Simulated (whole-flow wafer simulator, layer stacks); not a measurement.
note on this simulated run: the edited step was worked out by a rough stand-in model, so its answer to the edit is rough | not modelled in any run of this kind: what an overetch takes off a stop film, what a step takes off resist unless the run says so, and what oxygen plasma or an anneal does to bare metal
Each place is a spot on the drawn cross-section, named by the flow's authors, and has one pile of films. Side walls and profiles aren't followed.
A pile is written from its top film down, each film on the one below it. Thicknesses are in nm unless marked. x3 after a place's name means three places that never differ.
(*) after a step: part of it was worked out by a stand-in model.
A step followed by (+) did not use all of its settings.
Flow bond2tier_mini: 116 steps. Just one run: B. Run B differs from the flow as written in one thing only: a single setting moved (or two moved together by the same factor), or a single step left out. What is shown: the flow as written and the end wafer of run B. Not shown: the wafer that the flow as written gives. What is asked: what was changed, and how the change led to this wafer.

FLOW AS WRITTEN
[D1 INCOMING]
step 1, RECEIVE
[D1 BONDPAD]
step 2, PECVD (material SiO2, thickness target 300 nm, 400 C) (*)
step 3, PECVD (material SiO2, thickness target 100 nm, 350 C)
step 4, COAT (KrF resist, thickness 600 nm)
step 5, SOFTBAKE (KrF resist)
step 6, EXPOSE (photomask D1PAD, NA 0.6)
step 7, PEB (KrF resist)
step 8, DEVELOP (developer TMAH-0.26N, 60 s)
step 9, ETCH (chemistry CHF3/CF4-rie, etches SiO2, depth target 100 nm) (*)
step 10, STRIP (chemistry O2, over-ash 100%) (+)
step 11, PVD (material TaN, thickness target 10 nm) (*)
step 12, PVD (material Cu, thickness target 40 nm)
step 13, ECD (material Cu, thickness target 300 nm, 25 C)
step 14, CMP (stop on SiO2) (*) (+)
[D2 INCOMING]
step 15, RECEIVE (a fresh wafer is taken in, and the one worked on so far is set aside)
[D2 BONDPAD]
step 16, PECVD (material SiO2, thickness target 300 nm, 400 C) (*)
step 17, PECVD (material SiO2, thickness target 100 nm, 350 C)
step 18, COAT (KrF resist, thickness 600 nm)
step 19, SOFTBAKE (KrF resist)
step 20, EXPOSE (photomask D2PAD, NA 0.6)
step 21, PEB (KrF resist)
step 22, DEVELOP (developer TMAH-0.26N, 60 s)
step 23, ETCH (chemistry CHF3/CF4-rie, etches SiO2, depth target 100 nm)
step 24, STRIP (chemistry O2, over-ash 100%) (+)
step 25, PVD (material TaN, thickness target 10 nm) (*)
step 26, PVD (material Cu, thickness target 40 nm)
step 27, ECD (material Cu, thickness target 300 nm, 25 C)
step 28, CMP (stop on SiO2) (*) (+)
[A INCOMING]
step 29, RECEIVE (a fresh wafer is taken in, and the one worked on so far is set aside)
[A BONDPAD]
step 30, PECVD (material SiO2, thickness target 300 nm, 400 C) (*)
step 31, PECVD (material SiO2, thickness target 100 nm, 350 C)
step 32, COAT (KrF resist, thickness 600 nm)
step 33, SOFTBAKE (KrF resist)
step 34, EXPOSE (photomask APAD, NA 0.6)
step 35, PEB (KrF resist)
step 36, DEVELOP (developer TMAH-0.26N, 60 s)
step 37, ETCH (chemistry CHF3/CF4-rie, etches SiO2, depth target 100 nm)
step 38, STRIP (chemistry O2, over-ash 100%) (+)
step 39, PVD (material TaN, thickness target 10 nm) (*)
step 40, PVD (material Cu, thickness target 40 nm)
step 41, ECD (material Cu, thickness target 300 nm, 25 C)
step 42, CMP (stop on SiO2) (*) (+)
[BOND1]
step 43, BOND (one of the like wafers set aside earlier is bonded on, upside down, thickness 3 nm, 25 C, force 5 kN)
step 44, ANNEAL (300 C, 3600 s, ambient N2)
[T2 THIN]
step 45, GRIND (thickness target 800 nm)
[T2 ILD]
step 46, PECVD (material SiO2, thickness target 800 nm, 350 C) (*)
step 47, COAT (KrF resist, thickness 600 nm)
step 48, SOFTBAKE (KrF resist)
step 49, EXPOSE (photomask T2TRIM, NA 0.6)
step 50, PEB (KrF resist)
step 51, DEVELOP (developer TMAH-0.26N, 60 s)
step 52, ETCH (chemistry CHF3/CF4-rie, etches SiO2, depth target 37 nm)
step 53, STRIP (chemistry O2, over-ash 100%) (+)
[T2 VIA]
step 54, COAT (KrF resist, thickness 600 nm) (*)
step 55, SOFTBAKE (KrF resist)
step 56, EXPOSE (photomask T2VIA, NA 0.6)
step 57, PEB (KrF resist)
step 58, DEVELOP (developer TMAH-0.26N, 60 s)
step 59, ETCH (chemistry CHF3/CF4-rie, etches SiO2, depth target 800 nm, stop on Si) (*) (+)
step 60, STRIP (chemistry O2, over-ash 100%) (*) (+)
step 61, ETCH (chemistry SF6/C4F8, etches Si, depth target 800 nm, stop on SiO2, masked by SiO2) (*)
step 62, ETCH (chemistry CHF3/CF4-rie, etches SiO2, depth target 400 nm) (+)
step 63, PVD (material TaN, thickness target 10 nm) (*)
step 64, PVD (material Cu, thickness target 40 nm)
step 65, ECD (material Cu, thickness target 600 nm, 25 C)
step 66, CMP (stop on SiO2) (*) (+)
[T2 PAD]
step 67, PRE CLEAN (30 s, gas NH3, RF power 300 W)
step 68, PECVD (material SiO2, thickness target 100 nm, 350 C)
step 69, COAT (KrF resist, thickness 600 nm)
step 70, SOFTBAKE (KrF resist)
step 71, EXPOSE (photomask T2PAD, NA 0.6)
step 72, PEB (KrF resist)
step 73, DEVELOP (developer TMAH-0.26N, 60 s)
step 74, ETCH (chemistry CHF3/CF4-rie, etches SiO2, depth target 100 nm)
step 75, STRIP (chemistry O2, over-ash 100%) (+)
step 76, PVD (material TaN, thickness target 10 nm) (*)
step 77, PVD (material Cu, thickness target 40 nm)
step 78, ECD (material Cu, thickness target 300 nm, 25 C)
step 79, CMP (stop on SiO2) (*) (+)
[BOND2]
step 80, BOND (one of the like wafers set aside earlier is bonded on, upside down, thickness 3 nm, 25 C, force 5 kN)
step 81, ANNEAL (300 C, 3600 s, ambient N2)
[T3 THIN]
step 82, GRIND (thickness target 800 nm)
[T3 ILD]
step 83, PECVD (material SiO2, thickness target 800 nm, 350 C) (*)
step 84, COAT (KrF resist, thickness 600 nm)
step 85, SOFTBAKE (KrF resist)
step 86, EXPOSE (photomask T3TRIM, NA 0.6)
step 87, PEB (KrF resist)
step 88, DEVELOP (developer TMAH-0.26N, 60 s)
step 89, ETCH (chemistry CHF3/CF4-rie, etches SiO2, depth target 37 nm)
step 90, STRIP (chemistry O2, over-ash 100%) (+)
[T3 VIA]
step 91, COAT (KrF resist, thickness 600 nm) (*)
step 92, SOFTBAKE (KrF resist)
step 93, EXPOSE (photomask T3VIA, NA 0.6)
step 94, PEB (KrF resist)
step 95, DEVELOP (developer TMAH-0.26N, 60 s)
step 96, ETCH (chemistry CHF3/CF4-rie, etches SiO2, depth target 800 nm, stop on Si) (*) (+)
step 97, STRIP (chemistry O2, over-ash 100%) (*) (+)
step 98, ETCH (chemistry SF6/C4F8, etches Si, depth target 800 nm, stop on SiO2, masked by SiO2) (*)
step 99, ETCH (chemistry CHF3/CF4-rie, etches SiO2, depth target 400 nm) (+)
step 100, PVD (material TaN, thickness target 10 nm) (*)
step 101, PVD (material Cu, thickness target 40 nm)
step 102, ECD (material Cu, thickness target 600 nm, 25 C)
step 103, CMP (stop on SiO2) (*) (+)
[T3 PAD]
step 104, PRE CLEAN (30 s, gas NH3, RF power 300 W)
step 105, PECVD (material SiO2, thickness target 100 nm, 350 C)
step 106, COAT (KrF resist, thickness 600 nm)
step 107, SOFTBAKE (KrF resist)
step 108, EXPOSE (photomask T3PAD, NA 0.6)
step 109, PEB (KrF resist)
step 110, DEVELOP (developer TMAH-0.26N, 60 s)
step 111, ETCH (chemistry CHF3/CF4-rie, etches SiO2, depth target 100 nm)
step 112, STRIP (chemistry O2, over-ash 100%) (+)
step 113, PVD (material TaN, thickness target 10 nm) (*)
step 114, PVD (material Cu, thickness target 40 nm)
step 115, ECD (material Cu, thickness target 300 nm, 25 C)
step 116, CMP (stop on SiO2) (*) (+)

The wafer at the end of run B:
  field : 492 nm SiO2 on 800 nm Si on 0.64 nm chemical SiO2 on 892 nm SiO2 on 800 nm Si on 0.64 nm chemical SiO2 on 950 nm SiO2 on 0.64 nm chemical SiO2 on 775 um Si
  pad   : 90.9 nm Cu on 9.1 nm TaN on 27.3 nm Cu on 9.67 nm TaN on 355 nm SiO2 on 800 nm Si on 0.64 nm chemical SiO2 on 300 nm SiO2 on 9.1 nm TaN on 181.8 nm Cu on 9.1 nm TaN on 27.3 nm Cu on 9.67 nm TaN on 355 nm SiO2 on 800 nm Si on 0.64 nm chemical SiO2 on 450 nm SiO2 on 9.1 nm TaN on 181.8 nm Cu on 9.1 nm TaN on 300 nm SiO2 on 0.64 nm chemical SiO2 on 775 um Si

The reason: step 2, PECVD: thickness target 450 nm was run, while the flow as written has thickness target 300 nm.
The wafer lets one read it off: pad has SiO2 450, and step 2 as written asks for 300 nm.

The path from the change to this, step by step:
  step 2, PECVD (material SiO2, thickness target 300 nm, 400 C) (*)
      field, pad, via: +450 SiO2 (new film) (in the flow as written it would be: +300 SiO2 (new film))
  step 43, BOND (one of the like wafers set aside earlier is bonded on, upside down, thickness 3 nm, 25 C, force 5 kN)
      field: +775 um Si (new film), +0.64 chemical SiO2 (new film), +550 SiO2 (in the flow as written it would be: +775 um Si (new film), +0.64 chemical SiO2 (new film), +400 SiO2)
      pad: +775 um Si (new film), +0.64 chemical SiO2 (new film), +450 SiO2 (new film), +9.1 TaN (new film), +90.9 Cu (in the flow as written it would be: +775 um Si (new film), +0.64 chemical SiO2 (new film), +300 SiO2 (new film), +9.1 TaN (new film), +90.9 Cu)
      (also at 1 further place)
